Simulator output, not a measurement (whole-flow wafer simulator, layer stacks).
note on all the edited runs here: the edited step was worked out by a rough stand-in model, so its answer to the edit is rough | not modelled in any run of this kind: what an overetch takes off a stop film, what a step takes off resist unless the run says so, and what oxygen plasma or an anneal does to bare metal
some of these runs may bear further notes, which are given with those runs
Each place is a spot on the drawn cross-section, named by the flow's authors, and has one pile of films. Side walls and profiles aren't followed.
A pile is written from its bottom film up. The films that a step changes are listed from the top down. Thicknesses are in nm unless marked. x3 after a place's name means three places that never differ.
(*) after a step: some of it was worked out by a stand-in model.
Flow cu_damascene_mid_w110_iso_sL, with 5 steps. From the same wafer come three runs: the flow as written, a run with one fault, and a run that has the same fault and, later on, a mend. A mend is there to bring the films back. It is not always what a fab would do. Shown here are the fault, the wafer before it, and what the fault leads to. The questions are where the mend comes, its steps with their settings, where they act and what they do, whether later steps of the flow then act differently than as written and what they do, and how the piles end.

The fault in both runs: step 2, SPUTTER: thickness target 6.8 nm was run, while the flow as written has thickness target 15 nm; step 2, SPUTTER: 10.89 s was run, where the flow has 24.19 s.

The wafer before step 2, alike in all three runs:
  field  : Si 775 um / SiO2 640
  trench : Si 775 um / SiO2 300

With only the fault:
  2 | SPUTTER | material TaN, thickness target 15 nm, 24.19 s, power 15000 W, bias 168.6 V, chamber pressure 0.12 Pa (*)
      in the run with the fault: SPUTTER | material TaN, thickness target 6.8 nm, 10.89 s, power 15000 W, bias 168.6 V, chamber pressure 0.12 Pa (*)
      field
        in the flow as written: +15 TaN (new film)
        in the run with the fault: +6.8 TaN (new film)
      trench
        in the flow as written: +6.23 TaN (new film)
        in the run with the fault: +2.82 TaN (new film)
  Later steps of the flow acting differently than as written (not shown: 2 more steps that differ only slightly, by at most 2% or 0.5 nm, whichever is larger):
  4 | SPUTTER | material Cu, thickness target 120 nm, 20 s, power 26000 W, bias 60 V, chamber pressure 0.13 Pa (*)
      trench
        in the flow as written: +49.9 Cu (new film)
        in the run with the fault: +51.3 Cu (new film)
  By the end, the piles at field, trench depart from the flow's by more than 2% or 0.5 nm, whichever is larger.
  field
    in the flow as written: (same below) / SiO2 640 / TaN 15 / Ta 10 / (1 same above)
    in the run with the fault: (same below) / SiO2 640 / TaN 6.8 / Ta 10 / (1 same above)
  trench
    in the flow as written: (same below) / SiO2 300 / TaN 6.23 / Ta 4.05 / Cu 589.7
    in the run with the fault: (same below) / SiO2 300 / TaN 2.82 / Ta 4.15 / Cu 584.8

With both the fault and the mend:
  After step 2 comes the mend.
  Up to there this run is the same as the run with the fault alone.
  2a | SPUTTER | material TaN, thickness target 8.2 nm, 13.22 s, power 15000 W, bias 168.6 V, chamber pressure 0.12 Pa (*) (the flow's step 2 again, with other settings)
      field
        +8.2 TaN
      trench
        +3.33 TaN
  Every later step of the flow that is run acts as written, at every place that is followed, to within 2% or 0.5 nm, whichever is larger.
  When the end is reached, the piles differ only a little from the flow's at the places that both follow, at most by 2% or 0.5 nm, whichever is larger.
